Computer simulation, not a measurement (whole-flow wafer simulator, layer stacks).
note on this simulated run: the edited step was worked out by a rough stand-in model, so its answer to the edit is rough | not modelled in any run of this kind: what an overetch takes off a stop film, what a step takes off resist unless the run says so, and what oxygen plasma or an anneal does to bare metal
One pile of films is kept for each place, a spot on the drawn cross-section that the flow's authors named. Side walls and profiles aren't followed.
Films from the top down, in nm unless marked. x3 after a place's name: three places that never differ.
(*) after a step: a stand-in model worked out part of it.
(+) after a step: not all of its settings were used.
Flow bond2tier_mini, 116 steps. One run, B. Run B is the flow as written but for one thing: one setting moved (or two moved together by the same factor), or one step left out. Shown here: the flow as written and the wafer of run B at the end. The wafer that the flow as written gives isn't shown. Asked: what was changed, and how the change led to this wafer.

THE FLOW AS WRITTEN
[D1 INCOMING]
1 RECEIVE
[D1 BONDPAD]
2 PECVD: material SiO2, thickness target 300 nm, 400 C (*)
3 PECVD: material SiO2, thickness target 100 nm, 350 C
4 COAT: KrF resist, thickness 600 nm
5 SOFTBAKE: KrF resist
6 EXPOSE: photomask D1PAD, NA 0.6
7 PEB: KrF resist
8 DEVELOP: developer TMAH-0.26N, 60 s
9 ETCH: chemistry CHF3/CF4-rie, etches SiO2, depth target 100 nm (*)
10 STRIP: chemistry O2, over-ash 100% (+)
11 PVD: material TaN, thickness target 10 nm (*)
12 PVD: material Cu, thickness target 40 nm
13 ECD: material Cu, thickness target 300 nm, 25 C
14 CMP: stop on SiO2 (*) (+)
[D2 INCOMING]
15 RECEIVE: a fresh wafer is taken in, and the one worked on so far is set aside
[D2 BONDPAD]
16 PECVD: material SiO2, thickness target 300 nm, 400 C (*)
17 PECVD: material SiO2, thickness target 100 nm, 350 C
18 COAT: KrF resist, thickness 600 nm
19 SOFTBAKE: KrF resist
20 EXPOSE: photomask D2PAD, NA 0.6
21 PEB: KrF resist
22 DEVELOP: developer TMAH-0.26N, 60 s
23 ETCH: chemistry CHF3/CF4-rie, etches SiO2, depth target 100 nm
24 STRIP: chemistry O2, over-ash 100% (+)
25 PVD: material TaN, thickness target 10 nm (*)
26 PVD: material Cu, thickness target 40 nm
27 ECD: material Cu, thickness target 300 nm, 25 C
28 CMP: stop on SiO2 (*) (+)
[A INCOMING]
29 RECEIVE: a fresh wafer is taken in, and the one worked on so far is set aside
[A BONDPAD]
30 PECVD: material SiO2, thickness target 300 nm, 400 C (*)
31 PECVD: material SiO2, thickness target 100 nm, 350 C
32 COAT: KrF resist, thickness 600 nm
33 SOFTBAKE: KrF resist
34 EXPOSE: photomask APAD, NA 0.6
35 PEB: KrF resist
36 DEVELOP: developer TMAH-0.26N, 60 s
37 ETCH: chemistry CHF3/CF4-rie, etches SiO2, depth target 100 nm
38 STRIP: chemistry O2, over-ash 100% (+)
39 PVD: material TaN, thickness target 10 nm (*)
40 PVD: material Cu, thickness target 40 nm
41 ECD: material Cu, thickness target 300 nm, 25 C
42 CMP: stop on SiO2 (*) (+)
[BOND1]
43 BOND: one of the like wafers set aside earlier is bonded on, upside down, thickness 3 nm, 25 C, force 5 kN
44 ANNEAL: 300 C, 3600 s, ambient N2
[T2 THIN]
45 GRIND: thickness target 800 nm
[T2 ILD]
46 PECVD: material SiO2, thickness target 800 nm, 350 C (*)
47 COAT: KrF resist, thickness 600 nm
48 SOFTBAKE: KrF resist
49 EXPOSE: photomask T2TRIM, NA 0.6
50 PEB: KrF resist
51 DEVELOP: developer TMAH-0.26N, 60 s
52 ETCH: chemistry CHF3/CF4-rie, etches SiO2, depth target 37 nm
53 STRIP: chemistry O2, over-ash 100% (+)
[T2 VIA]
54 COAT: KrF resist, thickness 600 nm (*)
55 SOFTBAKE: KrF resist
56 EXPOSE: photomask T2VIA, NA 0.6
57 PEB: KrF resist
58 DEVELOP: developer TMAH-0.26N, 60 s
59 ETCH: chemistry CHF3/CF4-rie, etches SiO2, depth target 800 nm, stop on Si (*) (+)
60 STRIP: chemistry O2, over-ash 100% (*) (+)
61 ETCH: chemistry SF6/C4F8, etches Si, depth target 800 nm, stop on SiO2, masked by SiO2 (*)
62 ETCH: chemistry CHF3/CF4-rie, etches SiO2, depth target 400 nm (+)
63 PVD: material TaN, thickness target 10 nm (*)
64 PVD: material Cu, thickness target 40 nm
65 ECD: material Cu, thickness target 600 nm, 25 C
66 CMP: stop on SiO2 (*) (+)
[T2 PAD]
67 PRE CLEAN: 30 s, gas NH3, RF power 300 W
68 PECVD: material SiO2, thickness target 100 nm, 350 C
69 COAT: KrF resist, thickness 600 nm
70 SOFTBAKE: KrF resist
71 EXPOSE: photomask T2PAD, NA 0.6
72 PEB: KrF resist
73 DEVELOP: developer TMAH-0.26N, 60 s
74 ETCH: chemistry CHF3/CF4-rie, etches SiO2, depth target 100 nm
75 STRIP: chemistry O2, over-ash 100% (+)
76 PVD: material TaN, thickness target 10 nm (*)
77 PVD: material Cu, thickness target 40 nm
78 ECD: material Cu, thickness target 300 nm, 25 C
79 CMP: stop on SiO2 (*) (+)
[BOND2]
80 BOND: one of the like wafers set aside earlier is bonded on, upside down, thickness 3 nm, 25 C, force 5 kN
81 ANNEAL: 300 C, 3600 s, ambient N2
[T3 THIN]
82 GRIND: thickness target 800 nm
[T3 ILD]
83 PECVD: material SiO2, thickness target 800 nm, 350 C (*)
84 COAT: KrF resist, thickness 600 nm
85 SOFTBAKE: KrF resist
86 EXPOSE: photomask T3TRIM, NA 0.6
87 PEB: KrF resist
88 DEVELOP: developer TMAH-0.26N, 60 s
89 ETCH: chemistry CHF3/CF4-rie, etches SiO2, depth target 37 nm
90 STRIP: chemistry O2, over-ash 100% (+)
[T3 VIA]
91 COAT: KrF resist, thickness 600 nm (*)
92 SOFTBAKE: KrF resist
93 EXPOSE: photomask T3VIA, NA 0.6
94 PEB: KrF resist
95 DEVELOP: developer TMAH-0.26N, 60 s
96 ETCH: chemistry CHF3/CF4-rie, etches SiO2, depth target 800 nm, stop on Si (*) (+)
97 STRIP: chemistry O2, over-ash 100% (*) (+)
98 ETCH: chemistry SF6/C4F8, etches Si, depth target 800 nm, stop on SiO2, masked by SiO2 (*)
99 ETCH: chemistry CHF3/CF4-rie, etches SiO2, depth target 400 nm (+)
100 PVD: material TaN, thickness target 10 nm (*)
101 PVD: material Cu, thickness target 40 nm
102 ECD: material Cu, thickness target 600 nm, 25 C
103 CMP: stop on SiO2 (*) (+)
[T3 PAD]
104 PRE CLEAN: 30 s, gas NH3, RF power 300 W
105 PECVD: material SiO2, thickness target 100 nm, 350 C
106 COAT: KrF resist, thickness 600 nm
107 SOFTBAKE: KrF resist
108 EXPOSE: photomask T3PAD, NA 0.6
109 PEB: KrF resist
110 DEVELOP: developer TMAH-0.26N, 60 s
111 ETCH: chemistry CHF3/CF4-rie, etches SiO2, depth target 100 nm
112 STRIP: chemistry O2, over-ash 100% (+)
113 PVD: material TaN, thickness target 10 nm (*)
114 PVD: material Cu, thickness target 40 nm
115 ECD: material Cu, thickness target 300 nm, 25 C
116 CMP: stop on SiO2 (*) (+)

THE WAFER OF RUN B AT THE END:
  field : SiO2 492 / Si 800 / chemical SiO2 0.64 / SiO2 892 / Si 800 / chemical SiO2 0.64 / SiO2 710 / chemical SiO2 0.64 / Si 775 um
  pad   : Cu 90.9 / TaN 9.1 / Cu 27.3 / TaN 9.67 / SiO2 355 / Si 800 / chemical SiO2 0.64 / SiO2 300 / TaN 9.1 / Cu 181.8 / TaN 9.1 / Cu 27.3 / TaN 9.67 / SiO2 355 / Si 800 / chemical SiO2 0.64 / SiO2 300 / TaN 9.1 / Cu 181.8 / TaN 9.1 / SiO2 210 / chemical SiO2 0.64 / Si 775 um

The cause: step 30, PECVD: thickness target 210 nm was run, where the flow has thickness target 300 nm.
It can be read off the wafer: pad has SiO2 210, and step 30 as written asks for 300 nm.

How the change led to this, step by step:
  30 PECVD: material SiO2, thickness target 300 nm, 400 C (*)
      field, pad, via: SiO2 +210 (new film) (as written it would be: SiO2 +300 (new film))
